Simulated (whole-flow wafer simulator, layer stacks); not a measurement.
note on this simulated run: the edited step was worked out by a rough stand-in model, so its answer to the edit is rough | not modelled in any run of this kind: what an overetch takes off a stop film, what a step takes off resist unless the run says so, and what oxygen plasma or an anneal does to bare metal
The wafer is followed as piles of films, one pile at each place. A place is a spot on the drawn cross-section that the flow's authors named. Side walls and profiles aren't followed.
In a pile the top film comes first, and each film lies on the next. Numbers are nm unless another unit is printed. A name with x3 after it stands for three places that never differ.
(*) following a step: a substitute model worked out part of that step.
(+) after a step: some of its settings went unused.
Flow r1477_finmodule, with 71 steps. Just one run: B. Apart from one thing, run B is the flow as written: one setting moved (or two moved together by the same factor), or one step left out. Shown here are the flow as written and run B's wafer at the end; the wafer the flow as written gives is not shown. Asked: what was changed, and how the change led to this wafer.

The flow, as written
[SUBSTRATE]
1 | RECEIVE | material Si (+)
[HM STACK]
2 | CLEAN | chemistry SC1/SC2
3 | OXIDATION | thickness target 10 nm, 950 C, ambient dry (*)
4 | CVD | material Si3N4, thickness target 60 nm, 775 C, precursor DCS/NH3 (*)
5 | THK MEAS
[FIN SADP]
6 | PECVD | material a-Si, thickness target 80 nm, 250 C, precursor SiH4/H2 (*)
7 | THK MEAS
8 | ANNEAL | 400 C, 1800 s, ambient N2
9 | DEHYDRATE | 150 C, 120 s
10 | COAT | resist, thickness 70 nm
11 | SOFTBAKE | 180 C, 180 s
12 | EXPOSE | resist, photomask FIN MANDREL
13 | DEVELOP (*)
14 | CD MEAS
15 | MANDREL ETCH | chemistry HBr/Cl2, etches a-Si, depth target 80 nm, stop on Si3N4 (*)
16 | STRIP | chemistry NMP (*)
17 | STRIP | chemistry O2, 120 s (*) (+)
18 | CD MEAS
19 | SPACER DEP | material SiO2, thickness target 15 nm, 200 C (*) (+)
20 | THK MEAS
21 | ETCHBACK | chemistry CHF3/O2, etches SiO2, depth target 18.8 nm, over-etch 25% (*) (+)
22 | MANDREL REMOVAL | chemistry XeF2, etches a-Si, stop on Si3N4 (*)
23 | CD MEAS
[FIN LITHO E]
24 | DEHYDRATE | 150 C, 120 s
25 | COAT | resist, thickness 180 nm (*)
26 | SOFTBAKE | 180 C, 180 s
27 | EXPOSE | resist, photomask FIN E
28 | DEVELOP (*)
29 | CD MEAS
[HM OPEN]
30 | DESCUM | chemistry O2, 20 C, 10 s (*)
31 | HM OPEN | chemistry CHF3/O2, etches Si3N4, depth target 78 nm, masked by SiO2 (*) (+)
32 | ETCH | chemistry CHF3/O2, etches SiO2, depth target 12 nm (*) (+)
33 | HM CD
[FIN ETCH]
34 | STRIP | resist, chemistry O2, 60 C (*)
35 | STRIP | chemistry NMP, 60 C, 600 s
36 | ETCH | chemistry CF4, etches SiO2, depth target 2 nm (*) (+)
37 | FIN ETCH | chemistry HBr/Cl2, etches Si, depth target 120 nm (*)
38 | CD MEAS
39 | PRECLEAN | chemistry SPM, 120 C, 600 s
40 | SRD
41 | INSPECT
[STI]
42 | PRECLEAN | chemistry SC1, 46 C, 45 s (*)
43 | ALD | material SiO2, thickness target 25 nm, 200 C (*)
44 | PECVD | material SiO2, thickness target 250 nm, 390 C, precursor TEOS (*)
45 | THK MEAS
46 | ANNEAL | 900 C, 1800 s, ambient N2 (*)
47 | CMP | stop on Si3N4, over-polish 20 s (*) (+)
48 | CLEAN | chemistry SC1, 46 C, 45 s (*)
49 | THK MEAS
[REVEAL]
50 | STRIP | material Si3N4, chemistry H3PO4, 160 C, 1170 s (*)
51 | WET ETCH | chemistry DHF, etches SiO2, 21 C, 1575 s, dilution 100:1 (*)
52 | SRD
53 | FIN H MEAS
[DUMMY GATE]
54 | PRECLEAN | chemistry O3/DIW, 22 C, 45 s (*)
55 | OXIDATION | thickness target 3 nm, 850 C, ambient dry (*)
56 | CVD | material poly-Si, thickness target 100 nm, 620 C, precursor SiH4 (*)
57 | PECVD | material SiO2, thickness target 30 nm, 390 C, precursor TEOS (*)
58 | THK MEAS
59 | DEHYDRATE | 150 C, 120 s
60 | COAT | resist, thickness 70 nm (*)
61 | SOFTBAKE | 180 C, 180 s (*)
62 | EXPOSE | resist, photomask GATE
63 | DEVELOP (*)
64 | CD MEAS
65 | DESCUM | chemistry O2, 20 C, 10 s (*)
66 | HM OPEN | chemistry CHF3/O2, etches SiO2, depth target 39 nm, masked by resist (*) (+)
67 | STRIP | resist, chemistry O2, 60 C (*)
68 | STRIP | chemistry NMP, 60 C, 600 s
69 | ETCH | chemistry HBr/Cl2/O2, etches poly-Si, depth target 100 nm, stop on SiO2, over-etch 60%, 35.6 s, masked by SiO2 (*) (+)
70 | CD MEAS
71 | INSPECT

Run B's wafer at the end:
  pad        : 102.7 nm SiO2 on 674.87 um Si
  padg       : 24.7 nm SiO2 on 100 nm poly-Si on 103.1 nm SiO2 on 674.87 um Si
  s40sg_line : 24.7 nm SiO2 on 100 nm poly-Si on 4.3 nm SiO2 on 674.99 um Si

Cause: step 55, OXIDATION: thickness target 4.3 nm was run, while the flow as written has thickness target 3 nm.
The wafer itself shows it: s40sg_line has SiO2 4.3, and step 55 as written asks for 3 nm.

Step by step, how the change led to this:
  55 | OXIDATION | thickness target 3 nm, 850 C, ambient dry (*)
      s40sg_line, s45sg_line, s50sg_line, s40so_line, s45so_line, s50so_line: SiO2 gains 4.3 (new film), chemical SiO2 loses 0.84 (all of it), Si loses 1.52 (in the flow as written it would be: SiO2 gains 3 (new film), chemical SiO2 loses 0.84 (all of it), Si loses 0.95)
